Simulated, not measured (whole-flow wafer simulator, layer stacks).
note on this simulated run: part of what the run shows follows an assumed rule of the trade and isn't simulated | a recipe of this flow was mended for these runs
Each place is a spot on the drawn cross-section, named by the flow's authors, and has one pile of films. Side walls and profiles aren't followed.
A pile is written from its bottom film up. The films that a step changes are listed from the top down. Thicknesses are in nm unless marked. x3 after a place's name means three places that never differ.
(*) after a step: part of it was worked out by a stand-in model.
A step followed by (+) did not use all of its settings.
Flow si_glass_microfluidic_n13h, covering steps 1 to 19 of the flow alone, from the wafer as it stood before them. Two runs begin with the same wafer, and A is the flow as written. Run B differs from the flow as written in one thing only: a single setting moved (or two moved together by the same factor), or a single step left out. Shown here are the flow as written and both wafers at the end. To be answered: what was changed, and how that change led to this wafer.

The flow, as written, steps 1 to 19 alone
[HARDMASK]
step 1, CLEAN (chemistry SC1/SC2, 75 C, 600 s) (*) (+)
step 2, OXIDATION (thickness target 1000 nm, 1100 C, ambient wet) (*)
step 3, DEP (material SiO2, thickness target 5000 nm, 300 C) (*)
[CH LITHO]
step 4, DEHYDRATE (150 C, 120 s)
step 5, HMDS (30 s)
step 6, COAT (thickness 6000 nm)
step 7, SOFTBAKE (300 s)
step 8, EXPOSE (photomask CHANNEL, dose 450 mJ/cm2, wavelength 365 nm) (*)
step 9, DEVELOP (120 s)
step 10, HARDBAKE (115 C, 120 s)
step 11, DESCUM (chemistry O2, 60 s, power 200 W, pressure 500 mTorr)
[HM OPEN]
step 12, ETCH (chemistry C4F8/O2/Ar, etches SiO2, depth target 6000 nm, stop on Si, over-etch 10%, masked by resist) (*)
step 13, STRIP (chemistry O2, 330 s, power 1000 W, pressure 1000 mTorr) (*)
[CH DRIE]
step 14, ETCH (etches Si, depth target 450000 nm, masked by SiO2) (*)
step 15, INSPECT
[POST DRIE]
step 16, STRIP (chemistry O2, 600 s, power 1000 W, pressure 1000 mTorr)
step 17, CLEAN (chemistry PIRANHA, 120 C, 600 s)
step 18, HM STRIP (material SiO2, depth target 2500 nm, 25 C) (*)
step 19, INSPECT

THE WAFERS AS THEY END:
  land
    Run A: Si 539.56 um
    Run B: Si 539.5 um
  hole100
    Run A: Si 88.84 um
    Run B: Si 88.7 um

Cause: step 2, OXIDATION: thickness target 1120 nm was run, though the flow has thickness target 1000 nm; step 12, ETCH: depth target 6720 nm was run, where the flow has depth target 6000 nm.

How this came from the change, step by step:
  step 2, OXIDATION (thickness target 1000 nm, 1100 C, ambient wet) (*)
      land, hole100: A +1000 SiO2 (new film), -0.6 chemical SiO2 (all of it), -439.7 Si | B +1120 SiO2 (new film), -0.6 chemical SiO2 (all of it), -492.5 Si
  step 12, ETCH (chemistry C4F8/O2/Ar, etches SiO2, depth target 6000 nm, stop on Si, over-etch 10%, masked by resist) (*)
      land: A -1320 thick-i-line-resist | B -1478.4 thick-i-line-resist
      hole100: A -6000 SiO2 (all of it), -75 Si | B -6120 SiO2 (all of it), -159 Si
  step 13, STRIP (chemistry O2, 330 s, power 1000 W, pressure 1000 mTorr) (*)
      land: A -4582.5 thick-i-line-resist (all of it) | B -4424.1 thick-i-line-resist (all of it)
  step 18, HM STRIP (material SiO2, depth target 2500 nm, 25 C) (*)
      land: A -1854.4 SiO2 (all of it) | B -1973.9 SiO2 (all of it)
